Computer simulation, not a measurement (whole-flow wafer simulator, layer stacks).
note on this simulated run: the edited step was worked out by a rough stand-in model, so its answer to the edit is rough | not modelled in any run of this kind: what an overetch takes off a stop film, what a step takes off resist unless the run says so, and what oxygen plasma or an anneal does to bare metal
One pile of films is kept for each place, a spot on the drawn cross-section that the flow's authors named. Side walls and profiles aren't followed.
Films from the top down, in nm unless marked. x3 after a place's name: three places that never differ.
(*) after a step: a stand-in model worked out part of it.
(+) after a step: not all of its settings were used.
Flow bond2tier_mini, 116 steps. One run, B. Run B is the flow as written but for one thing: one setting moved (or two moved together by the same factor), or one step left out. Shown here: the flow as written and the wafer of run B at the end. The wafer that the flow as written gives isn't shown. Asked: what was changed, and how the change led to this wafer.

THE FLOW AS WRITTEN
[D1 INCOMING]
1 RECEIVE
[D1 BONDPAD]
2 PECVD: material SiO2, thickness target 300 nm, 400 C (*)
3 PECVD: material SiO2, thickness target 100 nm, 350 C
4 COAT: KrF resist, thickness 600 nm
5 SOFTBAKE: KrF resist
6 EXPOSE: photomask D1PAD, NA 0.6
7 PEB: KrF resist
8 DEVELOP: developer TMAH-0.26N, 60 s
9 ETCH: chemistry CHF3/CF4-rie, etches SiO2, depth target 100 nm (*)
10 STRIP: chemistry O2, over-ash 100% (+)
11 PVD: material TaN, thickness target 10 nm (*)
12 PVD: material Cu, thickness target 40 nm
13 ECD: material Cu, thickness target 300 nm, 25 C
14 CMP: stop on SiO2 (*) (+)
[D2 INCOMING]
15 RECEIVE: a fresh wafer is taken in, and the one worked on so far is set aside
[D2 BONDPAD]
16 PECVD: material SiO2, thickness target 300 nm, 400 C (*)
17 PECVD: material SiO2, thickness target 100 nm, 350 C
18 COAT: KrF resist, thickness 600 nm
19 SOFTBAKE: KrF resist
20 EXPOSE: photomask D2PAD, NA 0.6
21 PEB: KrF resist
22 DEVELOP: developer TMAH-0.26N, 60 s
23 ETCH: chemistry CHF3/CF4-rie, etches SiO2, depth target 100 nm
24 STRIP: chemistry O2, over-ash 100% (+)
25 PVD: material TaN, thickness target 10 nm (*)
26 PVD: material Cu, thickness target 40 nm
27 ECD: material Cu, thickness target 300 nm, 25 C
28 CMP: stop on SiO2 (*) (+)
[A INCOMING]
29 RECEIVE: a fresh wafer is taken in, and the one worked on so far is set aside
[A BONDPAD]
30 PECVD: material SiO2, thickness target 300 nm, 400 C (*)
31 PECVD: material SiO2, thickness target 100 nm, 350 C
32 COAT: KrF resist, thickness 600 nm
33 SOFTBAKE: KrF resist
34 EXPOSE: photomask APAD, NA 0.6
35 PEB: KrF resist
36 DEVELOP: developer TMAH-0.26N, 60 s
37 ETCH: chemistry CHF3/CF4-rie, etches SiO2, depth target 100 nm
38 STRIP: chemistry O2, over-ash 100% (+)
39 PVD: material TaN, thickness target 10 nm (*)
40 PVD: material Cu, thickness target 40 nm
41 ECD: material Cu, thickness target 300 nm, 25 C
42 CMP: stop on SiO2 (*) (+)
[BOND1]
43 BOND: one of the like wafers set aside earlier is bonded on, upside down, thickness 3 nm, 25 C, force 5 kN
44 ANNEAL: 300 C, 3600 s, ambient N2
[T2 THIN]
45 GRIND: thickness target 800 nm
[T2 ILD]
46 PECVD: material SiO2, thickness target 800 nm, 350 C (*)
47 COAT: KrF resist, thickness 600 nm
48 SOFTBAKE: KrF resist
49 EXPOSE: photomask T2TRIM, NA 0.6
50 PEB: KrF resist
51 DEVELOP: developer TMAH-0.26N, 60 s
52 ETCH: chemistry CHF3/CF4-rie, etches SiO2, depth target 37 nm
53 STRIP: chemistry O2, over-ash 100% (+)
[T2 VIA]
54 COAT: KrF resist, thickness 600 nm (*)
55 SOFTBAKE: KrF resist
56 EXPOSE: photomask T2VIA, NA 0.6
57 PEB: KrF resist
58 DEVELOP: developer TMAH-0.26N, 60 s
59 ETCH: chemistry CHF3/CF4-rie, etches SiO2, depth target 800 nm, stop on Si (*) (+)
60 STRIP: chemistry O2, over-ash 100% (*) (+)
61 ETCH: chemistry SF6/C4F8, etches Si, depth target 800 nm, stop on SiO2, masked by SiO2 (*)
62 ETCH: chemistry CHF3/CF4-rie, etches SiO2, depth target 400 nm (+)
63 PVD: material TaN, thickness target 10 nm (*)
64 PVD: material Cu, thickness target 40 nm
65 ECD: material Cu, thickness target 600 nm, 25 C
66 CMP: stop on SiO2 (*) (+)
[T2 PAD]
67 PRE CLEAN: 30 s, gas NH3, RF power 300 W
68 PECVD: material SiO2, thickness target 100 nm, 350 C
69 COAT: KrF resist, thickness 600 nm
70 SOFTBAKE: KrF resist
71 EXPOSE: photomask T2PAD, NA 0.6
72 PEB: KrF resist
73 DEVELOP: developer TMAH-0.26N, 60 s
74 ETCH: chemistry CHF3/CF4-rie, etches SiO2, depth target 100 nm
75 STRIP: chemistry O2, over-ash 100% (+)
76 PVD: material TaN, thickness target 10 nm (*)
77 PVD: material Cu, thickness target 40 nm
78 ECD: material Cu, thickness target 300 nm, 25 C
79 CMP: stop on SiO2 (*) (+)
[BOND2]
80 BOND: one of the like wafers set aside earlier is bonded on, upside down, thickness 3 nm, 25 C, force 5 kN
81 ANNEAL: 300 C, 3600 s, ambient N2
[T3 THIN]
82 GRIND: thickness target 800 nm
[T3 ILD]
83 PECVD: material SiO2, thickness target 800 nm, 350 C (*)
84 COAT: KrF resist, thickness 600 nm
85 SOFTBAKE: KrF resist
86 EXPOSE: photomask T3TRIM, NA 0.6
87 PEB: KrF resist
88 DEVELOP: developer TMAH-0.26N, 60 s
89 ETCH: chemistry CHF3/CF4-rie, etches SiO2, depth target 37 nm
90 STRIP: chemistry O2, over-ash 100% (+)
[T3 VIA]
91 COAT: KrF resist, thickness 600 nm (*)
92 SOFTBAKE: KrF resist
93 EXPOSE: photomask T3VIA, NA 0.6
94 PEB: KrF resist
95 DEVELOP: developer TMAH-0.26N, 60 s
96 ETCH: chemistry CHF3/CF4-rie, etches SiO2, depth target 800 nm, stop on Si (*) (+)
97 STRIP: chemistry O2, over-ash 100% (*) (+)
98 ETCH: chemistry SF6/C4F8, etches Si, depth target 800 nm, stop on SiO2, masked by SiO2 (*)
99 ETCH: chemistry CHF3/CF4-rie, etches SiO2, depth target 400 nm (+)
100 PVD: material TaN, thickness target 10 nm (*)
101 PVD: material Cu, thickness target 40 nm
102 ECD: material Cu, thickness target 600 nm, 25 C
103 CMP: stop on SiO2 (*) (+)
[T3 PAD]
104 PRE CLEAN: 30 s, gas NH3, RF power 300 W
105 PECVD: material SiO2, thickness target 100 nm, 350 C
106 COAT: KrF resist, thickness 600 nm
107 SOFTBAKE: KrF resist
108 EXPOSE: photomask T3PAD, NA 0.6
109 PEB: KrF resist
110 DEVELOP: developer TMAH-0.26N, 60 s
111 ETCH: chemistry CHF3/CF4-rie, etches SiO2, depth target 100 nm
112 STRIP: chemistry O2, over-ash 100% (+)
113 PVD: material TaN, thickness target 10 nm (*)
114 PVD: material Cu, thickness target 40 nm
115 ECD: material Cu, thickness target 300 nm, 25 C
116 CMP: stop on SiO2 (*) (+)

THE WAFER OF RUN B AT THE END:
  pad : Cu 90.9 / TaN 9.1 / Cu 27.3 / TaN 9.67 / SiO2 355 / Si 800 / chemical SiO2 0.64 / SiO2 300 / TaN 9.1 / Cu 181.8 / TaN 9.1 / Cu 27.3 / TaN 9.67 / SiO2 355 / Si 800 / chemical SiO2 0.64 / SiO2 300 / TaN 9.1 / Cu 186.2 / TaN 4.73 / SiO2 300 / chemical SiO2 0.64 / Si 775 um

The cause: step 39, PVD: thickness target 5.2 nm was run, where the flow has thickness target 10 nm.

How the change led to this, step by step:
  39 PVD: material TaN, thickness target 10 nm (*)
      field: TaN +5.2 (new film) (as written it would be: TaN +10 (new film))
      pad: TaN +4.73 (new film) (as written it would be: TaN +9.1 (new film))
      (and at 1 more place)
  42 CMP: stop on SiO2 (*) (+)
      field: Cu -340 (all of it), TaN -5.2 (all of it) (as written it would be: Cu -340 (all of it), TaN -10 (all of it))
